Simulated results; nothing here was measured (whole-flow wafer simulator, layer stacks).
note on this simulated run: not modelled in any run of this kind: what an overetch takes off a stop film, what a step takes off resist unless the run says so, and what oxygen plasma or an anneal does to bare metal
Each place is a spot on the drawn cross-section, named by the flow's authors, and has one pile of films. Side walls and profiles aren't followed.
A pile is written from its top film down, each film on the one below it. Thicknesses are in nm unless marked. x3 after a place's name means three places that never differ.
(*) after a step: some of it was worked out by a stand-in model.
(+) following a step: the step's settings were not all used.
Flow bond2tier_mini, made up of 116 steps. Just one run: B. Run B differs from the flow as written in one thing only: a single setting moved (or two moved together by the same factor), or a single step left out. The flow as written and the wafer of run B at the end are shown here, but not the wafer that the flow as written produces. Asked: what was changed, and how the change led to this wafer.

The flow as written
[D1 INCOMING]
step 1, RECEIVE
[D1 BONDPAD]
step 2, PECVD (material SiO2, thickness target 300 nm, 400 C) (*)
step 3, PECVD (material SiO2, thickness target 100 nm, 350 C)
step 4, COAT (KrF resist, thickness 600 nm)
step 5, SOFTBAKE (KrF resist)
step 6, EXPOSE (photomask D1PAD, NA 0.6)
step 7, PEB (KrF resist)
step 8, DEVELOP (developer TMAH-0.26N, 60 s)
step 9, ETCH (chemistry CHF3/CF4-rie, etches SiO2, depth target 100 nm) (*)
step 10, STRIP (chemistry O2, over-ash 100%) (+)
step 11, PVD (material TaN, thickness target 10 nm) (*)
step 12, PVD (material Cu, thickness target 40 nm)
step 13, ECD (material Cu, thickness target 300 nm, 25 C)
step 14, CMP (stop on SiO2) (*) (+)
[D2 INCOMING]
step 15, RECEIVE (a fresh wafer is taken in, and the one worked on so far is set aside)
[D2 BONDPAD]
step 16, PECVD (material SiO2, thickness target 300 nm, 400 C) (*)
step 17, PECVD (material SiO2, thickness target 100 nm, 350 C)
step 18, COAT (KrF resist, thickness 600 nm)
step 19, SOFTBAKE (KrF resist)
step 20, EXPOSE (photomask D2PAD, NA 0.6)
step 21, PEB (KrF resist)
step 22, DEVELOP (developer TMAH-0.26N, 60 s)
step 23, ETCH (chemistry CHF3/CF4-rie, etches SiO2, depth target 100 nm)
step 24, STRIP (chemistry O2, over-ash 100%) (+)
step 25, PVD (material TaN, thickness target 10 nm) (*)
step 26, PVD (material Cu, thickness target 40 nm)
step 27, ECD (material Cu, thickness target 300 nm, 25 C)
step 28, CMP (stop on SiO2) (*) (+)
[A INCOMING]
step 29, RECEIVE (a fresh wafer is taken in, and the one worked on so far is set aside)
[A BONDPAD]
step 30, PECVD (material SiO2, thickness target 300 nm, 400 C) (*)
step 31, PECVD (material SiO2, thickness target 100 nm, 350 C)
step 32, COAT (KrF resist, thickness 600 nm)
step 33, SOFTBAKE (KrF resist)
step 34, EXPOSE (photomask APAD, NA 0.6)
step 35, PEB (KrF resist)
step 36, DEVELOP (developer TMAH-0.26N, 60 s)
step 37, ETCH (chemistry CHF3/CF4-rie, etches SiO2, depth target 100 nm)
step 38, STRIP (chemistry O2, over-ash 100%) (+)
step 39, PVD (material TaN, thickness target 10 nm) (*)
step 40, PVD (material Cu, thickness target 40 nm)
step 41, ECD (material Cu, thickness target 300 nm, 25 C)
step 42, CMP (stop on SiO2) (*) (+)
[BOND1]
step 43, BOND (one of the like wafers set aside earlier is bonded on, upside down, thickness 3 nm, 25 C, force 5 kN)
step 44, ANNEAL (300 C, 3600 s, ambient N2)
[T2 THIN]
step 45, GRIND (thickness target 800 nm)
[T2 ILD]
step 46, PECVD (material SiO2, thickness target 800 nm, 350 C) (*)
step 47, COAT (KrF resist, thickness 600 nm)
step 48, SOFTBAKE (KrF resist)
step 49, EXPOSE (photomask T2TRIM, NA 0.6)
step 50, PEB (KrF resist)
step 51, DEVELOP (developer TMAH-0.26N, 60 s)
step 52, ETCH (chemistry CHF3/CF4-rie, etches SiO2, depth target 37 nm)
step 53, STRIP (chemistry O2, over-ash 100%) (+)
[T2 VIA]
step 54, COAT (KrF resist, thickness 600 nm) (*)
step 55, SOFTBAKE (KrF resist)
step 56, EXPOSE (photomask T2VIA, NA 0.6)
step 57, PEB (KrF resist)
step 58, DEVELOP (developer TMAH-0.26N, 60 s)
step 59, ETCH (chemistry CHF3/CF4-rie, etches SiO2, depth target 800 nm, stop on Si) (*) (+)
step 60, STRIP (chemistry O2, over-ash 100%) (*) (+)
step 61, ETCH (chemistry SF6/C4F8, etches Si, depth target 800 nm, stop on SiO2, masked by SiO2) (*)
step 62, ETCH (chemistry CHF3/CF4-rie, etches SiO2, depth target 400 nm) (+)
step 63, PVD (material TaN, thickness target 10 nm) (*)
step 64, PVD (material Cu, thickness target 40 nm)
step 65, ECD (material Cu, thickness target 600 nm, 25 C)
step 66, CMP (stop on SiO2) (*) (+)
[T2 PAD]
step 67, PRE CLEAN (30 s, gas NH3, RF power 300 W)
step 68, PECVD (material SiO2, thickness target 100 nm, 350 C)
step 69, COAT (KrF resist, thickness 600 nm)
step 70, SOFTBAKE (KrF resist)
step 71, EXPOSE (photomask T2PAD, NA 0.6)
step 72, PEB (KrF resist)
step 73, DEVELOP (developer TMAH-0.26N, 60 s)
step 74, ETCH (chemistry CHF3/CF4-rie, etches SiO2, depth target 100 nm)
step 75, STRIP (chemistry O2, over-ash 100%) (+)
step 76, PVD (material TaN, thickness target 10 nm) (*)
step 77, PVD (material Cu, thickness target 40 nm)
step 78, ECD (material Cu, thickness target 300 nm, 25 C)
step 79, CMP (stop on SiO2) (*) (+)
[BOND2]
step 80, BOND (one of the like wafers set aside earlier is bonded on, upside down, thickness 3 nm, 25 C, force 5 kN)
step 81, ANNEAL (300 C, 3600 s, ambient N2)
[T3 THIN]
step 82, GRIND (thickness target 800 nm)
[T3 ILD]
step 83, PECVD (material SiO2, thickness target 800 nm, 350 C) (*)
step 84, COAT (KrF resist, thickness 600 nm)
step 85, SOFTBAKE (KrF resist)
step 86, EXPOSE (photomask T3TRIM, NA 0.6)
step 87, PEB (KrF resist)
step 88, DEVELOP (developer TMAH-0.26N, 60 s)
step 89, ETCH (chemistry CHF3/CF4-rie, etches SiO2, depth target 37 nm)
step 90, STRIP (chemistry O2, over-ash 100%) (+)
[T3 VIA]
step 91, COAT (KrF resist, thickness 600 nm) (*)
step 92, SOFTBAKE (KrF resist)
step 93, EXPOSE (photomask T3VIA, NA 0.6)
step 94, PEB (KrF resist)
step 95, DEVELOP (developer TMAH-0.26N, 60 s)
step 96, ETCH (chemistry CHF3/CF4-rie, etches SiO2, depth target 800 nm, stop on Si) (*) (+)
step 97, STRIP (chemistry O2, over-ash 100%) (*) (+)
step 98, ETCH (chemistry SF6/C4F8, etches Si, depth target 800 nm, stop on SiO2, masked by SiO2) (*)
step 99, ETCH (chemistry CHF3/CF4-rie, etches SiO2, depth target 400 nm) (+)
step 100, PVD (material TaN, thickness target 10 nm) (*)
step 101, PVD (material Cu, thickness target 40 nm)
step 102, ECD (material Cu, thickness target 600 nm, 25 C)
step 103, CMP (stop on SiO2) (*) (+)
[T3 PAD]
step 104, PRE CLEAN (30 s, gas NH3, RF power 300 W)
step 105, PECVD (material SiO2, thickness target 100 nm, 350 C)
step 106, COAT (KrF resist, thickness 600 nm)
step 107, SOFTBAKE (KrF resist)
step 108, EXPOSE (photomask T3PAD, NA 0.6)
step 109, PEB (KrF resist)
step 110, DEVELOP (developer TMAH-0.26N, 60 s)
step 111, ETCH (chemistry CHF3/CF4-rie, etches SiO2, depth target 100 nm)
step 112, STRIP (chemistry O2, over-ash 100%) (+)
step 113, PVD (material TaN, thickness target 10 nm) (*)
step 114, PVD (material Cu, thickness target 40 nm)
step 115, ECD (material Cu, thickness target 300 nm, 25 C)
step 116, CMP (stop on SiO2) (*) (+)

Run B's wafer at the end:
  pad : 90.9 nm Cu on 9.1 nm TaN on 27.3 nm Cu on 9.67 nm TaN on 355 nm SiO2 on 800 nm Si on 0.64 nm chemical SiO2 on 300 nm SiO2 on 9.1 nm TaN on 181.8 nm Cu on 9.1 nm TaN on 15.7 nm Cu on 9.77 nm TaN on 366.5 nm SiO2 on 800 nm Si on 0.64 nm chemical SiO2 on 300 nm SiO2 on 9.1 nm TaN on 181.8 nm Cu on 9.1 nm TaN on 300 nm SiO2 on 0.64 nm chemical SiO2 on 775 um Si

Cause: step 52, ETCH: depth target 25.5 nm was run, while the flow as written has depth target 37 nm.

Step by step, how the change led to this:
  step 52, ETCH (chemistry CHF3/CF4-rie, etches SiO2, depth target 37 nm)
      pad, via: -25.5 SiO2 (as written it would have been: -37 SiO2)
      field: -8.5 KrF resist (as written it would have been: -12.3 KrF resist)
